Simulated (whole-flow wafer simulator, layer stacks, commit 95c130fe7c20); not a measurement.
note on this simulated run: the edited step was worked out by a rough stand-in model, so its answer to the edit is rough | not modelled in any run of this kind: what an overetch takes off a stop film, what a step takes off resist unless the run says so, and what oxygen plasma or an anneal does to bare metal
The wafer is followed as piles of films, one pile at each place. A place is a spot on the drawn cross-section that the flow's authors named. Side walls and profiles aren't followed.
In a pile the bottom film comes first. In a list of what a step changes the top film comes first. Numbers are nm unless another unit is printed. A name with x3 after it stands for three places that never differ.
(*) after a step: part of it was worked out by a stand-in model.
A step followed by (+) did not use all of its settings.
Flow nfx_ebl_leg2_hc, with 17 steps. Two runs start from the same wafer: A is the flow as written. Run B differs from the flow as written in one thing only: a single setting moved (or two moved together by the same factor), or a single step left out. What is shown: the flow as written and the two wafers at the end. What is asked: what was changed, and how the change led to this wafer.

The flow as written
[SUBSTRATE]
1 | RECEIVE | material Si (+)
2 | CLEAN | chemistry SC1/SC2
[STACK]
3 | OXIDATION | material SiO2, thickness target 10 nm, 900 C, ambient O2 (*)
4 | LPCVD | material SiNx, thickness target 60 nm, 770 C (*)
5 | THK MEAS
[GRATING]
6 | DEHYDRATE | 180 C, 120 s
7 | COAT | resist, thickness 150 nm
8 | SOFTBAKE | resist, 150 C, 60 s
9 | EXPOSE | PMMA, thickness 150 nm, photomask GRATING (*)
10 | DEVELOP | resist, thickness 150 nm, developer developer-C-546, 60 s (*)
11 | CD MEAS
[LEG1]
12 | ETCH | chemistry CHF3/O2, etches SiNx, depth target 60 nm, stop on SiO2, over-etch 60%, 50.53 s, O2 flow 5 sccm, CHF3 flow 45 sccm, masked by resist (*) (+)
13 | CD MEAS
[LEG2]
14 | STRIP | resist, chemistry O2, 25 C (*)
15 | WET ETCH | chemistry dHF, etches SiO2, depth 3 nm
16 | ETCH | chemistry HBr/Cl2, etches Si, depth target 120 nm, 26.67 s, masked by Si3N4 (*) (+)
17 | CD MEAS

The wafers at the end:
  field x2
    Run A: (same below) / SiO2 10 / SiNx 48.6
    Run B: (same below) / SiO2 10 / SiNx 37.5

The reason: step 4, LPCVD: 758 C was run, though the flow has 770 C.

How this came from the change, step by step:
  4 | LPCVD | material SiNx, thickness target 60 nm, 770 C (*)
      field x2, pad x2: A +60 SiNx (new film) | B +48.9 SiNx (new film)
  12 | ETCH | chemistry CHF3/O2, etches SiNx, depth target 60 nm, stop on SiO2, over-etch 60%, 50.53 s, O2 flow 5 sccm, CHF3 flow 45 sccm, masked by resist (*) (+)
      pad x2: A -60 SiNx (all of it), -10 SiO2 (all of it) | B -48.9 SiNx (all of it), -10 SiO2 (all of it)
